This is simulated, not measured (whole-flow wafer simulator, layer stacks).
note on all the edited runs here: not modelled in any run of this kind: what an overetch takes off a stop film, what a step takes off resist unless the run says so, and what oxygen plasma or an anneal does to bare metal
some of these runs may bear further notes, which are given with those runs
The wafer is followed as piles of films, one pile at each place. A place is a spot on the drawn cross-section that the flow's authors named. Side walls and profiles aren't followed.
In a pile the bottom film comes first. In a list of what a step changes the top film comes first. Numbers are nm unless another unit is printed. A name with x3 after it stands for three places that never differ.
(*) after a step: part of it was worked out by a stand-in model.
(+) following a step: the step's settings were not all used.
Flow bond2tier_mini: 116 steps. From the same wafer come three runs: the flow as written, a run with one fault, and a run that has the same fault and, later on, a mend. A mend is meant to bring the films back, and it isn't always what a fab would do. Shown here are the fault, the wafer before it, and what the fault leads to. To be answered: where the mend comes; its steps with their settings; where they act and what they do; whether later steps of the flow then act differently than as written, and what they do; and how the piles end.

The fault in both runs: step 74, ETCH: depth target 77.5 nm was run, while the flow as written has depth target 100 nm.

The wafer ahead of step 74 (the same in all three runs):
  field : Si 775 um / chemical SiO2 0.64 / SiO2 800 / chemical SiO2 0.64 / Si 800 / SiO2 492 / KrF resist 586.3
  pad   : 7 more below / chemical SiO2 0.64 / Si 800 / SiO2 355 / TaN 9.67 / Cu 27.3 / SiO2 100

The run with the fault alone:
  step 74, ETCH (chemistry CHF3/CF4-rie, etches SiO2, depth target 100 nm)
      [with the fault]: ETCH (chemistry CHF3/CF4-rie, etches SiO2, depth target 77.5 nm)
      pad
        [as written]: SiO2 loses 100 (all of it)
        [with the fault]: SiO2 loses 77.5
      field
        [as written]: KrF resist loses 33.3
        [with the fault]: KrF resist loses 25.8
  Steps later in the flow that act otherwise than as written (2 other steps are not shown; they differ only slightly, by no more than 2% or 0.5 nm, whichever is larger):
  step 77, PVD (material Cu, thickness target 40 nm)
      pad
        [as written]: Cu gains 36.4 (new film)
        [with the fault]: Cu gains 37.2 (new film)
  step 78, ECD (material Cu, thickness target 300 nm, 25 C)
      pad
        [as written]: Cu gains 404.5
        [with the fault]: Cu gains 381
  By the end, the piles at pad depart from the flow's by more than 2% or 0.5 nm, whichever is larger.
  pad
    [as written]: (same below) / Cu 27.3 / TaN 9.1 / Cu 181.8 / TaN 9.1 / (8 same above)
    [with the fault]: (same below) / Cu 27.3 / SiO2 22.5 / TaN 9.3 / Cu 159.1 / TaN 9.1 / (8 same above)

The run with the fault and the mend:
  The mend stands after step 75.
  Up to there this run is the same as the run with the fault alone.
  step 75a, COAT (KrF resist, thickness 600 nm) (*) (the flow's step 69 again)
      field
        KrF resist gains 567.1 (new film)
      pad
        KrF resist gains 634.3 (new film)
  step 75b, SOFTBAKE (KrF resist) (the flow's step 70 again)
      alters no film at any place that is followed
  step 75c, EXPOSE (photomask T2PAD, NA 0.6) (the flow's step 71 again)
      alters no film at any place that is followed
  step 75d, PEB (KrF resist) (the flow's step 72 again)
      alters no film at any place that is followed
  step 75e, DEVELOP (developer TMAH-0.26N, 60 s) (the flow's step 73 again)
      field
        KrF resist loses 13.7
      pad
        KrF resist loses 634.3 (all of it)
  step 75f, ETCH (chemistry CHF3/CF4-rie, etches SiO2, depth target 22.5 nm) (the flow's step 74 again, with other settings)
      field
        KrF resist loses 7.5
      pad
        SiO2 loses 22.5 (all of it)
  step 75g, STRIP (chemistry O2, over-ash 100%) (+) (the flow's step 75 again)
      field
        KrF resist loses 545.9 (all of it)
  Every later step of the flow that is run acts as written at every place that is followed.
  At every place that both follow, the piles at the end match the flow's.
